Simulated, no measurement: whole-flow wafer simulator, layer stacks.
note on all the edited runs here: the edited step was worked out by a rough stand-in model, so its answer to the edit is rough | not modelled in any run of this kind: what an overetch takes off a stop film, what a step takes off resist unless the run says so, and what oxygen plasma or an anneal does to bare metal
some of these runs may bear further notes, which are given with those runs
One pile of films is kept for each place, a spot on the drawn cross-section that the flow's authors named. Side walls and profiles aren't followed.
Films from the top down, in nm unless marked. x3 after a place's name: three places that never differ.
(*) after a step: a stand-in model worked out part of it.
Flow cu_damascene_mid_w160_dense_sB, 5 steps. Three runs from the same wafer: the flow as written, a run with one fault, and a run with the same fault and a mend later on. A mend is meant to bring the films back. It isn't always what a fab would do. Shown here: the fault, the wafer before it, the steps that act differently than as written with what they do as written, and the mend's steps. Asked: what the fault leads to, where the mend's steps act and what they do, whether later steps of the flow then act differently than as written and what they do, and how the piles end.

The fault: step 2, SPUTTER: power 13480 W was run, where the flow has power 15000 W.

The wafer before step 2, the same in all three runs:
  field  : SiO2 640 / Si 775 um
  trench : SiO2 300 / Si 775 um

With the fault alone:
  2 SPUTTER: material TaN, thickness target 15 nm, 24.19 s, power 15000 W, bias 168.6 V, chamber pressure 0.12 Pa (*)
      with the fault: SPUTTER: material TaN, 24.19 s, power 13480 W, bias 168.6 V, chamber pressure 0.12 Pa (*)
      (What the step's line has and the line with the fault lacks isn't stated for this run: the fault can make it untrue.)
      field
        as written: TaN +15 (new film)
        with the fault: TaN +13.5 (new film)
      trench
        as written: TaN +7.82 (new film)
        with the fault: TaN +7.02 (new film)
  No later step of the flow acts differently than as written, at any place that is followed, by more than 2% or 0.5 nm, whichever is larger.
  At the end the piles differ from the flow's by more than 2% or 0.5 nm, whichever is larger, at field, trench.
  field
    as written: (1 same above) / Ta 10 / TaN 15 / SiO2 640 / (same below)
    with the fault: (1 same above) / Ta 10 / TaN 13.5 / SiO2 640 / (same below)
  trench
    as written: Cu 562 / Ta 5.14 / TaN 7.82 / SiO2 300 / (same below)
    with the fault: Cu 561.3 / Ta 5.16 / TaN 7.02 / SiO2 300 / (same below)

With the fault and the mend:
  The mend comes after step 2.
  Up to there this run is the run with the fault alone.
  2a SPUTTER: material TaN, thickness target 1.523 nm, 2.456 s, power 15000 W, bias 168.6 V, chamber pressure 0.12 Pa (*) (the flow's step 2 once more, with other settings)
      field
        TaN +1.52
      trench
        TaN +0.77
  No later step of the flow acts differently than as written, at any place that is followed, by more than 2% or 0.5 nm, whichever is larger.
  At the end the piles differ from the flow's only slightly at the places that both follow, by at most 2% or 0.5 nm, whichever is larger.
